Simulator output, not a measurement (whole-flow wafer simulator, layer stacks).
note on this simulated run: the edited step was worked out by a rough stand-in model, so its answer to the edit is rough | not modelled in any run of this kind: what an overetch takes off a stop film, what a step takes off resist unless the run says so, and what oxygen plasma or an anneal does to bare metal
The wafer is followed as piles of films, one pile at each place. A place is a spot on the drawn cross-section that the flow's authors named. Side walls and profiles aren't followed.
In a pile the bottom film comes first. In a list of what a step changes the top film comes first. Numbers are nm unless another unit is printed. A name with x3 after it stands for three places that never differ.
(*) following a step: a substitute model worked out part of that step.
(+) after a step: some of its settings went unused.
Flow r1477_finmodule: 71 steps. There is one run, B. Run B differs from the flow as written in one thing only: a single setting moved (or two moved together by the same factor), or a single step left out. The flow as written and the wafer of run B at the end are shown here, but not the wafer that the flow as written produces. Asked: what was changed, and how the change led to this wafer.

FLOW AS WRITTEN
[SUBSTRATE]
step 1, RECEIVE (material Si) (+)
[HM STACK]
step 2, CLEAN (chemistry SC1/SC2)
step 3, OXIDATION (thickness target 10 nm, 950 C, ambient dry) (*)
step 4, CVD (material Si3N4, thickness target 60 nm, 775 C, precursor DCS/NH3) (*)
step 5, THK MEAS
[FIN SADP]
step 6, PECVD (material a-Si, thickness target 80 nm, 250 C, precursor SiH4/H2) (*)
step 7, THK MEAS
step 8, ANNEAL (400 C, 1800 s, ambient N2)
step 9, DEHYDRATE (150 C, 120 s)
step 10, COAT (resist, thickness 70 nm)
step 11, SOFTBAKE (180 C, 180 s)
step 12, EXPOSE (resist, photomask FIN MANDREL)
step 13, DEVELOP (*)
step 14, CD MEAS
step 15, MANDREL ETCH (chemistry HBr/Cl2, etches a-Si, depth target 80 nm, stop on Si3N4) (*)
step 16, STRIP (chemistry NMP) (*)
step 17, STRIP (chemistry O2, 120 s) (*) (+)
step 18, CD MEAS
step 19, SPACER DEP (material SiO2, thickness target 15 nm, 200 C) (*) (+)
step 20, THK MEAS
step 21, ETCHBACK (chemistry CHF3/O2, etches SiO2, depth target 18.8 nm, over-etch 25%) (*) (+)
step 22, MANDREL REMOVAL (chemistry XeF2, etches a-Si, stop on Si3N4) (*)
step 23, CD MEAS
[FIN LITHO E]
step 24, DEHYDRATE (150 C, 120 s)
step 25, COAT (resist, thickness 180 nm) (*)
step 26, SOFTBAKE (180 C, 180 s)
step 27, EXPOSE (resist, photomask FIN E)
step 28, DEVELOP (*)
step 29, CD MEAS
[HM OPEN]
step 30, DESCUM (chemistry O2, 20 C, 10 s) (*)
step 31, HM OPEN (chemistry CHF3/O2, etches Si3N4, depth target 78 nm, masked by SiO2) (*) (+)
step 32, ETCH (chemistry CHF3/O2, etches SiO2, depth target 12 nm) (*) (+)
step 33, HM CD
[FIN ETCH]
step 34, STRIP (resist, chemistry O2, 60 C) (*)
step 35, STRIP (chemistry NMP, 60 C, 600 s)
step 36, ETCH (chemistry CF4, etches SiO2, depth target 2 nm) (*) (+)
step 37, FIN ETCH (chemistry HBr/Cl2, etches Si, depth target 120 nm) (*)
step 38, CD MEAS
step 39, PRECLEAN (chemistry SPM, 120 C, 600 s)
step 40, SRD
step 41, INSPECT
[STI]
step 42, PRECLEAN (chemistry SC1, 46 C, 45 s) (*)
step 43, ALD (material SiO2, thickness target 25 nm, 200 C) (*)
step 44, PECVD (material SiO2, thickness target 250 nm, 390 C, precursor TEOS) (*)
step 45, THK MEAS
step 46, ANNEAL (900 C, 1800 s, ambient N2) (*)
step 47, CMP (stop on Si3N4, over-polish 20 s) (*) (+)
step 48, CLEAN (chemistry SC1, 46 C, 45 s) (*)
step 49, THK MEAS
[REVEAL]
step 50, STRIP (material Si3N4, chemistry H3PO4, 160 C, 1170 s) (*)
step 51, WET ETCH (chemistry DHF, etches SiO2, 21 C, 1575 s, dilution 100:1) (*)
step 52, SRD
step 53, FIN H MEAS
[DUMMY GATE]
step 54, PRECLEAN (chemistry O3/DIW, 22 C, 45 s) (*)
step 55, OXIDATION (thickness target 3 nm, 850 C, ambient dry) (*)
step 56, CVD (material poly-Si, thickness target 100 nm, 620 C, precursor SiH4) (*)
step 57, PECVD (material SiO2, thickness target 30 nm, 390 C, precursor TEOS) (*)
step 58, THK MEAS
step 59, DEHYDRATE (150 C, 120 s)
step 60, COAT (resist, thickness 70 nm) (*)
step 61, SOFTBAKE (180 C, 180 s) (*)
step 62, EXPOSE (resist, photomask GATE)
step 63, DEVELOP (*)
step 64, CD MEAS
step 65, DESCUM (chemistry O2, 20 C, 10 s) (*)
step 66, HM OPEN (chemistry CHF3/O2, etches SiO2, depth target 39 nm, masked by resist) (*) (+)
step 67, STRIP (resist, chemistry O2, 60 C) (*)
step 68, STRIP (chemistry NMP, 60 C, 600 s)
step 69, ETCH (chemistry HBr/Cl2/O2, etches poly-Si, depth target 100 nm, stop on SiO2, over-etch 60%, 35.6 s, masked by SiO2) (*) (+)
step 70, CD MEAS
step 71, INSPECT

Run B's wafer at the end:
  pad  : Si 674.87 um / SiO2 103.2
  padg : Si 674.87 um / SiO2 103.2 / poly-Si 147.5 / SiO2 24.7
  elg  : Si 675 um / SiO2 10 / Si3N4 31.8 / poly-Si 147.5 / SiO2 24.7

What caused this: step 56, CVD: thickness target 147.5 nm was run, though the flow has thickness target 100 nm.
One can read it off the wafer: padg has poly-Si 147.5, and step 56 as written asks for 100 nm.

Step by step, how the change led to this:
  step 56, CVD (material poly-Si, thickness target 100 nm, 620 C, precursor SiH4) (*)
      pad, padg, elg and 26 more: +147.5 poly-Si (new film) (in the flow as written it would be: +100 poly-Si (new film))
      s40cg, s40co: +162.1 poly-Si (new film) (in the flow as written it would be: +113.9 poly-Si (new film))
      (and at 5 other places as well)
  step 67, STRIP (resist, chemistry O2, 60 C) (*)
      s40cg: -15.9 resist (all of it) (in the flow as written it would be: -16.5 resist (all of it))
      s45cg: -16.2 resist (all of it) (in the flow as written it would be: -16.9 resist (all of it))
      (and at 1 other place as well)
  step 69, ETCH (chemistry HBr/Cl2/O2, etches poly-Si, depth target 100 nm, stop on SiO2, over-etch 60%, 35.6 s, masked by SiO2) (*) (+)
      pad, e40so, e100so, e200so, s40so, s45so, s50so: -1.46 chemical SiO2 (all of it), -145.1 poly-Si (all of it) (in the flow as written it would be: -1.46 chemical SiO2 (all of it), -97.6 poly-Si (all of it), -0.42 SiO2)
      elo, e40lo, e100lo, e200lo: -1.46 chemical SiO2 (all of it), -145.1 poly-Si (all of it) (in the flow as written it would be: -1.46 chemical SiO2 (all of it), -97.6 poly-Si (all of it), -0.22 Si3N4)
      (and at 7 other places as well)
